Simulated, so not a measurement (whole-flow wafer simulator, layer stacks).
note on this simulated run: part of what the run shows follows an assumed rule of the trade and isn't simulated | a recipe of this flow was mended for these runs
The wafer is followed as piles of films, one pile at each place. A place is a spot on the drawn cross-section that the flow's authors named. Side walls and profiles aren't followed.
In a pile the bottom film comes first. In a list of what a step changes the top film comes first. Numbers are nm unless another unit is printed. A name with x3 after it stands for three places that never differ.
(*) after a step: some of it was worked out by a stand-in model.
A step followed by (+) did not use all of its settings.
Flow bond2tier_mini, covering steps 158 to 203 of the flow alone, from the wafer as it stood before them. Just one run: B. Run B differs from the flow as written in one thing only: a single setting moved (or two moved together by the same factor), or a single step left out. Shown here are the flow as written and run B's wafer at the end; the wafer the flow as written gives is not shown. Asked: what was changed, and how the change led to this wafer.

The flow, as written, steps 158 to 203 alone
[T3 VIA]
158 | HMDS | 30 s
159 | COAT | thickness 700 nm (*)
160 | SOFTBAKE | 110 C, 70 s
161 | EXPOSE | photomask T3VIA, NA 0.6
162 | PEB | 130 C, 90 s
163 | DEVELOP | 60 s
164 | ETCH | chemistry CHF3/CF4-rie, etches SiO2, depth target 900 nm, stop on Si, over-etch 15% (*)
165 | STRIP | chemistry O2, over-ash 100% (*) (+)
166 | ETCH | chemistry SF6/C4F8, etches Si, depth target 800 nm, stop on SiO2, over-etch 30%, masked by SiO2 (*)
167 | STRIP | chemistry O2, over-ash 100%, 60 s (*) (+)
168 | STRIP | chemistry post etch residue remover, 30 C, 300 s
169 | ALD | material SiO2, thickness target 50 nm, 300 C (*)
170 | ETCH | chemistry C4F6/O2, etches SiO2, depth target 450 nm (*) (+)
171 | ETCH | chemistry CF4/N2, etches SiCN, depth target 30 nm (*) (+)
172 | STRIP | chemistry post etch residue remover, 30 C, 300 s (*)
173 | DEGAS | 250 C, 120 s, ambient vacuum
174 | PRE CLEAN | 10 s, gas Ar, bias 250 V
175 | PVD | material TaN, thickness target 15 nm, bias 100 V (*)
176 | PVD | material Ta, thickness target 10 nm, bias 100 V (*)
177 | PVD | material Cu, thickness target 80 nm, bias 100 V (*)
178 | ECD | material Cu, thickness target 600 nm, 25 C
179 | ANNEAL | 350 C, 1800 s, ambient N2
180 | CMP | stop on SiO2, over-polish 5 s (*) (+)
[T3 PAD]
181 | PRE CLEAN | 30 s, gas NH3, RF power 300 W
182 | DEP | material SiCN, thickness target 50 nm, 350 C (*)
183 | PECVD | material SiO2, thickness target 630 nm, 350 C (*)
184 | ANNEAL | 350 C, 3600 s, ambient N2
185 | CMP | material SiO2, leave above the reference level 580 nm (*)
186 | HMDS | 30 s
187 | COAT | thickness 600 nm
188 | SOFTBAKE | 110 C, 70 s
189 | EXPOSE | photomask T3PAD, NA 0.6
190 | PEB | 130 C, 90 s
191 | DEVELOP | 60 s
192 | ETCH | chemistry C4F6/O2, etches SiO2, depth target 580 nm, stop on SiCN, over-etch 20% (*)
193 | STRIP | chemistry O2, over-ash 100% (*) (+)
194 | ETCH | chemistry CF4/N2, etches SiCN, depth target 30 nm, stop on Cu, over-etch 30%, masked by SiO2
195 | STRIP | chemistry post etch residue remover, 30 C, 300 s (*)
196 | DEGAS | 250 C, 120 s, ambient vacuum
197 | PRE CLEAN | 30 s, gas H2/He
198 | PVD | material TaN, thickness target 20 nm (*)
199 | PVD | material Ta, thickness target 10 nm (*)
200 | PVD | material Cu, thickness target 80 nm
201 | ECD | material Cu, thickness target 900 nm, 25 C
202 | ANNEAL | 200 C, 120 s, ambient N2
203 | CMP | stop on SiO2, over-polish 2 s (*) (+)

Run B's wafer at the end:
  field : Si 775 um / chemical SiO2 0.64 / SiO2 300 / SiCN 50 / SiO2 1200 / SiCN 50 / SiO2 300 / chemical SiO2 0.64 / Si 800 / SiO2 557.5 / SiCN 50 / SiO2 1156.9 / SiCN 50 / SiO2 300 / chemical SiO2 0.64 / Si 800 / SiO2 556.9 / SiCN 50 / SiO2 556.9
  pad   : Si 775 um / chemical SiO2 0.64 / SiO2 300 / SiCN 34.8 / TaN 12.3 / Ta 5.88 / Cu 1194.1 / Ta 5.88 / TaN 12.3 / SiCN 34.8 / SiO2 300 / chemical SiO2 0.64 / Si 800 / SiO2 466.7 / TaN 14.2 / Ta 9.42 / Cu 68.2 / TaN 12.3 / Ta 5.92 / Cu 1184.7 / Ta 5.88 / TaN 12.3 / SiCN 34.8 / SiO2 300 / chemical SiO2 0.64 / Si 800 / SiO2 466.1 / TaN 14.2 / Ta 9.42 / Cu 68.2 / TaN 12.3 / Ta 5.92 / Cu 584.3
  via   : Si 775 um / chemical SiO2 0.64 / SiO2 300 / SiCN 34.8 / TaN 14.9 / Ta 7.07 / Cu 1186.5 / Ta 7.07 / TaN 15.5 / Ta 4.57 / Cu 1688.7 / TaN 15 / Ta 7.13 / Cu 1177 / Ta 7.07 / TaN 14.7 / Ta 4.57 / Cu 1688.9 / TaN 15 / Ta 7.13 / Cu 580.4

What caused this: step 174, PRE CLEAN: bias 325 V was run, though the flow has bias 250 V.

Step by step, how the change led to this:
  174 | PRE CLEAN | 10 s, gas Ar, bias 250 V
      field, pad: -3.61 SiO2 (in the flow as written it would be: -3 SiO2)
      via: -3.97 TaN (in the flow as written it would be: -3.19 TaN)
